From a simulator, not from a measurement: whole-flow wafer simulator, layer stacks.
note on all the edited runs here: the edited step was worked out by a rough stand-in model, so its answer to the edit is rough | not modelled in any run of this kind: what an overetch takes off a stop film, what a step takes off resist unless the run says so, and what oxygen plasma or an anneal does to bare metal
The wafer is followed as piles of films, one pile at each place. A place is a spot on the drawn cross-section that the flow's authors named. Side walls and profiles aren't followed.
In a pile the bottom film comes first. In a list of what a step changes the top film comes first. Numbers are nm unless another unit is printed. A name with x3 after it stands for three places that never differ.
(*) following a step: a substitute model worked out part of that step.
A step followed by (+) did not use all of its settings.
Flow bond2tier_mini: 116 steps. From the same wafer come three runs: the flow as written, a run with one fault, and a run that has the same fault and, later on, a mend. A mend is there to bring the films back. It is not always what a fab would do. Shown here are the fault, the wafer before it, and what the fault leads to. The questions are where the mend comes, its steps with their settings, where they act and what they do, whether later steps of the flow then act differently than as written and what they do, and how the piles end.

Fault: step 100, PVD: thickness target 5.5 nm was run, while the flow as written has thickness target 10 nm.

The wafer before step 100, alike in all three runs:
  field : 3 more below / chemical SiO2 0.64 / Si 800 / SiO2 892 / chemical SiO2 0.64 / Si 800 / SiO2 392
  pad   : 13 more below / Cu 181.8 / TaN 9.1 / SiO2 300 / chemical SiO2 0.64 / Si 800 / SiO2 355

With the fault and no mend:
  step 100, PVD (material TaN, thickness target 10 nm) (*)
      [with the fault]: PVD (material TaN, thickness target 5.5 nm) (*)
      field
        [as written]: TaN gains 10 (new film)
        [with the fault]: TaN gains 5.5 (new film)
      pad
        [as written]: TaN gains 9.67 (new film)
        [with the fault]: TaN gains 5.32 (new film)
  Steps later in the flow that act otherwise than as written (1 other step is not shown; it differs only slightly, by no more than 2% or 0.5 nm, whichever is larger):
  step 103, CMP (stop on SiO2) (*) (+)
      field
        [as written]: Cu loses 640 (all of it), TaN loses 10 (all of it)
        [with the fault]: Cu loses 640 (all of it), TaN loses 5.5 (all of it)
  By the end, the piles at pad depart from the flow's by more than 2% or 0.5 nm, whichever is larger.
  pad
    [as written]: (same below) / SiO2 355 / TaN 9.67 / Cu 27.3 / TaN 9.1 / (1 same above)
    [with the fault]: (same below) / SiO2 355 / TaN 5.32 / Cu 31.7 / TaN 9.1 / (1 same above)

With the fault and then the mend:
  The mend follows step 100.
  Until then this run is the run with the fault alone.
  step 100a, PVD (material TaN, thickness target 4.5 nm) (*) (the flow's step 100, run once more with other settings)
      field
        TaN gains 4.5
      pad
        TaN gains 4.35
  None of the later steps of the flow acts differently than as written at any place that is followed.
  The piles end only slightly different from the flow's at the places that both follow, by no more than 2% or 0.5 nm, whichever is larger.
